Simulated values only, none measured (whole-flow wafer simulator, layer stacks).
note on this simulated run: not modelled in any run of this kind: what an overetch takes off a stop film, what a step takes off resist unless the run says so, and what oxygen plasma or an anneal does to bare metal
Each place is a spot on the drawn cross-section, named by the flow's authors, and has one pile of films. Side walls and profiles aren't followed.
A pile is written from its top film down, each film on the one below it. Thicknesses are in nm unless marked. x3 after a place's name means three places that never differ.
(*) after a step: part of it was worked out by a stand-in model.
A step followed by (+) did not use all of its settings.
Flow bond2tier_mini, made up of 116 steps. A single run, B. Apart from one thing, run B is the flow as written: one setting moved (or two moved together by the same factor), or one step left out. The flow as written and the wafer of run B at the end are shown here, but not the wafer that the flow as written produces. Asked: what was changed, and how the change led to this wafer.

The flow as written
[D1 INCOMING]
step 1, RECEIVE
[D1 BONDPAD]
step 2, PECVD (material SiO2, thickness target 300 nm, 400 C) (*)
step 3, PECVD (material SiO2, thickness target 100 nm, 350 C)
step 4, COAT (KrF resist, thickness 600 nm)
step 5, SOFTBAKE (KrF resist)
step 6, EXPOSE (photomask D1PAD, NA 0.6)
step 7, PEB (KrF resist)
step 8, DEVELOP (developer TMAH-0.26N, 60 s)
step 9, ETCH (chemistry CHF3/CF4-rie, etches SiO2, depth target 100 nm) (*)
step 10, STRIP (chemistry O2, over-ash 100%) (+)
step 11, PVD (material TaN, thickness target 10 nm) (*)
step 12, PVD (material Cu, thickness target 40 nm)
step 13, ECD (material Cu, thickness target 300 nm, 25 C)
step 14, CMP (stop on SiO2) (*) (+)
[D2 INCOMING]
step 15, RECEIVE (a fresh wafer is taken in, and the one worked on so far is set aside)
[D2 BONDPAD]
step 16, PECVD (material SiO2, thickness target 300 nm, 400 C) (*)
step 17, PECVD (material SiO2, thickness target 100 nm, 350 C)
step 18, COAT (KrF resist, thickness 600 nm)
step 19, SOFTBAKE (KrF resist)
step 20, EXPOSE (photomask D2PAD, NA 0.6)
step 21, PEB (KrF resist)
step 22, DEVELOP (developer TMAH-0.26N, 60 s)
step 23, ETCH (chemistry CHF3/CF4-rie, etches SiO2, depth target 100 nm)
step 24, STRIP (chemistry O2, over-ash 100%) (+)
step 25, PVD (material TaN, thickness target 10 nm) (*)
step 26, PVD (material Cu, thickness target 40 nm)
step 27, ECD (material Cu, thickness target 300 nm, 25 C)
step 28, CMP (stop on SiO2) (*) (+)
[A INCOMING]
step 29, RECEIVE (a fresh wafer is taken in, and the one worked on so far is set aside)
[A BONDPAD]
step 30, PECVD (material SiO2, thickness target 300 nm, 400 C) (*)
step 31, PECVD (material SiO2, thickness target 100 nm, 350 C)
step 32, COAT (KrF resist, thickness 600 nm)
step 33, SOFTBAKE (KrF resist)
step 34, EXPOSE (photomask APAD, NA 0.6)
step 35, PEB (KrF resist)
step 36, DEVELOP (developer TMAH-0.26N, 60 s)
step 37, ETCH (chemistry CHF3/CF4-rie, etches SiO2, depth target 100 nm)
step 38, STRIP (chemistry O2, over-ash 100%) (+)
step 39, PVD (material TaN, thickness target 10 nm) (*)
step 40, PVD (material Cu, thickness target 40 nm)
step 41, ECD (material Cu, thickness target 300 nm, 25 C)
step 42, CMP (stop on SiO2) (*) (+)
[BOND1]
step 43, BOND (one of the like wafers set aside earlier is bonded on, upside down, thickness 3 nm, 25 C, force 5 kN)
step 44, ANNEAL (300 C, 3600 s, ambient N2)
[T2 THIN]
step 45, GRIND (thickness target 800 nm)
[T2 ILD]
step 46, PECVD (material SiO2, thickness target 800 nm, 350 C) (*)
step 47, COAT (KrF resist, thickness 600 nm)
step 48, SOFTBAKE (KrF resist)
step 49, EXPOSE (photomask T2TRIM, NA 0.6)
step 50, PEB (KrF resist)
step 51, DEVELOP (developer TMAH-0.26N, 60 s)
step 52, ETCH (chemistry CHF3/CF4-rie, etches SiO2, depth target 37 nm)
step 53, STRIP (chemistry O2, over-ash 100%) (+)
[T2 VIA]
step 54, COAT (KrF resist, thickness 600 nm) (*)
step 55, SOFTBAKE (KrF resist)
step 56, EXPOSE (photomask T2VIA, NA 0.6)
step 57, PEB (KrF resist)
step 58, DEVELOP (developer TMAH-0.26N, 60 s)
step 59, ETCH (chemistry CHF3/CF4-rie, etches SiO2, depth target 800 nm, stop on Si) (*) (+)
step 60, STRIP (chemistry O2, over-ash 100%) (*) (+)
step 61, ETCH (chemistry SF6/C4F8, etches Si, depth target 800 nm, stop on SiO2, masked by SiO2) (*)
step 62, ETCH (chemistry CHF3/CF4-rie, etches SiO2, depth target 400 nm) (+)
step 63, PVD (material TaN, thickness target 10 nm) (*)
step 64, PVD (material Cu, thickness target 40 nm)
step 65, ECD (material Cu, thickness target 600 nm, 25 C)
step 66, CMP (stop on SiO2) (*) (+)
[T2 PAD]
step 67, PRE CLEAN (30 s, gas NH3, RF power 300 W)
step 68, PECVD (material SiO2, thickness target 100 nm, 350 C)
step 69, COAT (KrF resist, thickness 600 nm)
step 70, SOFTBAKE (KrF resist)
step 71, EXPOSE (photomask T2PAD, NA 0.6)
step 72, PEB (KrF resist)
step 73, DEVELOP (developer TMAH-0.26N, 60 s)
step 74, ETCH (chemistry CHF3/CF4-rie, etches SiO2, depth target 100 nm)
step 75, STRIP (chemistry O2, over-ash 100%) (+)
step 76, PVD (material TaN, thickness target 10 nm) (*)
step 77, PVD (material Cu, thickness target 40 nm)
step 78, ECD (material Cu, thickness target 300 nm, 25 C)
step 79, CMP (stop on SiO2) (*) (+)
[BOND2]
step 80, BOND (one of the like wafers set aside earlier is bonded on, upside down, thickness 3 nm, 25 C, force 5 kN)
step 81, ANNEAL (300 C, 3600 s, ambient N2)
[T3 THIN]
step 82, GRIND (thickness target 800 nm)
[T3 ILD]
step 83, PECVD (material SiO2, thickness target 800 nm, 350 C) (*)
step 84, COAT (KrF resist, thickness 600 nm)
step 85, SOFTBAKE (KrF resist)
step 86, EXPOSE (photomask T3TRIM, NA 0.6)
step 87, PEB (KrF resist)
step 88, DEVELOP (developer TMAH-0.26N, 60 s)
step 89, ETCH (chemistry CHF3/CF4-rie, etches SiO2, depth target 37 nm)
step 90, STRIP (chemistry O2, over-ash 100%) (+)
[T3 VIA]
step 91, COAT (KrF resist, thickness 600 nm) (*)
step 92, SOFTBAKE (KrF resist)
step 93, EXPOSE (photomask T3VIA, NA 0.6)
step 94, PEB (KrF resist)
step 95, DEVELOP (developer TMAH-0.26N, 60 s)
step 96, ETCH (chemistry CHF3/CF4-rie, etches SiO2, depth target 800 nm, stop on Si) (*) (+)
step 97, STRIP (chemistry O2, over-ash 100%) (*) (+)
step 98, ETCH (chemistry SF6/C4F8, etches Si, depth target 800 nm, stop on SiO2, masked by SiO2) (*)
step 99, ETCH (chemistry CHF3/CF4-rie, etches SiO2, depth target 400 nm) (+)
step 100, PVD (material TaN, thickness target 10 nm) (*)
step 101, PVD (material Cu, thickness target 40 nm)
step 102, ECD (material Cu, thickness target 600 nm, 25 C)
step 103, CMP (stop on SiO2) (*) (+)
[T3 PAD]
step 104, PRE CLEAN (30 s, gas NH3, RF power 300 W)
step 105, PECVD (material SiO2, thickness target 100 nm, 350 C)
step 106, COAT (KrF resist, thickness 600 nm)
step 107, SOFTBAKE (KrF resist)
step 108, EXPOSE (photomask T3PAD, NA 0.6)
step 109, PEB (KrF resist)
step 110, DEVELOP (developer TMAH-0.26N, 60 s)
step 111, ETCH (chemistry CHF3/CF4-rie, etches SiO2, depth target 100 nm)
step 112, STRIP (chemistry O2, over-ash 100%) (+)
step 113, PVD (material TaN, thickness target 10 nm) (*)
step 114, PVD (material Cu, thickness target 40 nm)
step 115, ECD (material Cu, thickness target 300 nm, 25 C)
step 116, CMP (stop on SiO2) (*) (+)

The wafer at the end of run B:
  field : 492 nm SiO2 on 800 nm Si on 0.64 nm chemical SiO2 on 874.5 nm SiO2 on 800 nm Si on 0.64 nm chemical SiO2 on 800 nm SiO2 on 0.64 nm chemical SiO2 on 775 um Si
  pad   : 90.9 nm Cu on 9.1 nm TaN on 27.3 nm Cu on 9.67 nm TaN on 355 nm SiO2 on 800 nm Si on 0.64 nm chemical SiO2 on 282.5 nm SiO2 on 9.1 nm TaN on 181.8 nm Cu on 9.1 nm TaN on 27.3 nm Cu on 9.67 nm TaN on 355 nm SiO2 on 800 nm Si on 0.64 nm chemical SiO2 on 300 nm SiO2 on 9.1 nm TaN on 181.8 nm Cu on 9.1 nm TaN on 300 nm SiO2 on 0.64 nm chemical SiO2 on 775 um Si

Cause: step 17, PECVD: thickness target 82.5 nm was run, while the flow as written has thickness target 100 nm.

Step by step, how the change led to this:
  step 17, PECVD (material SiO2, thickness target 100 nm, 350 C)
      field, pad, via: SiO2 gains 82.5 (as written it would have been: SiO2 gains 100)
  step 80, BOND (one of the like wafers set aside earlier is bonded on, upside down, thickness 3 nm, 25 C, force 5 kN)
      field: Si gains 775 um (new film), chemical SiO2 gains 0.64 (new film), SiO2 gains 382.5 (as written it would have been: Si gains 775 um (new film), chemical SiO2 gains 0.64 (new film), SiO2 gains 400)
      pad: Si gains 775 um (new film), chemical SiO2 gains 0.64 (new film), SiO2 gains 282.5 (new film), TaN gains 9.1 (new film), Cu gains 90.9 (as written it would have been: Si gains 775 um (new film), chemical SiO2 gains 0.64 (new film), SiO2 gains 300 (new film), TaN gains 9.1 (new film), Cu gains 90.9)
